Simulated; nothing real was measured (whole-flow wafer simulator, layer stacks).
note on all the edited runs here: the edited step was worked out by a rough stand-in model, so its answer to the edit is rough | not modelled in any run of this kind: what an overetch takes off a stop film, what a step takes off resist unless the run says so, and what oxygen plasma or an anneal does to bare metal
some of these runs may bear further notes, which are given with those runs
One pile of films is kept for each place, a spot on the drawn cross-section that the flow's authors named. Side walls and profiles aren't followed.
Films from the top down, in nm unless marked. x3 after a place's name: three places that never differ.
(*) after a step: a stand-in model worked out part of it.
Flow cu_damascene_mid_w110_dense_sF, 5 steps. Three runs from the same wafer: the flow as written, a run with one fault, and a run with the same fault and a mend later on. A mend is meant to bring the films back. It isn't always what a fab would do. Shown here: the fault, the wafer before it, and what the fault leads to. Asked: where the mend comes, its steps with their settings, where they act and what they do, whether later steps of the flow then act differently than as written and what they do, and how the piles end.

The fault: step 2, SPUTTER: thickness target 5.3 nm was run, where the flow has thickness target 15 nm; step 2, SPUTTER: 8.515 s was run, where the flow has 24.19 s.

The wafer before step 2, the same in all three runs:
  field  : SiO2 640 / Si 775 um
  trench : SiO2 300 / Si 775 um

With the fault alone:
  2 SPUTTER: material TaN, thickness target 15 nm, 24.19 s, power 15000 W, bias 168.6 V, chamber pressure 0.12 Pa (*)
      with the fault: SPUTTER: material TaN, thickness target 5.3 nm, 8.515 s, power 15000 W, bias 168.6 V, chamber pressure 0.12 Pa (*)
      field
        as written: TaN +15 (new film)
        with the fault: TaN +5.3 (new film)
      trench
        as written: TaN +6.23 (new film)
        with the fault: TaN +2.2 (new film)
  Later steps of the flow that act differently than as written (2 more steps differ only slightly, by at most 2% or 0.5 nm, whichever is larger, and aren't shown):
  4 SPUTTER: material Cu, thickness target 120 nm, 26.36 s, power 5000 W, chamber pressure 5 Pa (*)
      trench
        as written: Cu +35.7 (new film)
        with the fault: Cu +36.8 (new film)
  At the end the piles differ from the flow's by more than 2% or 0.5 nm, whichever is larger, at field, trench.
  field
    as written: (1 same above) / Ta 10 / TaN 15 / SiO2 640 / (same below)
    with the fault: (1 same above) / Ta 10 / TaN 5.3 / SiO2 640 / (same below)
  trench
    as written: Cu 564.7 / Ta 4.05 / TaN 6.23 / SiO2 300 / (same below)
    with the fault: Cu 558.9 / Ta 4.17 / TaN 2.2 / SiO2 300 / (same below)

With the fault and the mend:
  The mend comes after step 2.
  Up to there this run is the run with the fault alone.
  2a SPUTTER: material TaN, thickness target 9.7 nm, 15.68 s, power 15000 W, bias 168.6 V, chamber pressure 0.12 Pa (*) (the flow's step 2 once more, with other settings)
      field
        TaN +9.7
      trench
        TaN +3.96
  No later step of the flow acts differently than as written, at any place that is followed, by more than 2% or 0.5 nm, whichever is larger.
  At the end the piles differ from the flow's only slightly at the places that both follow, by at most 2% or 0.5 nm, whichever is larger.
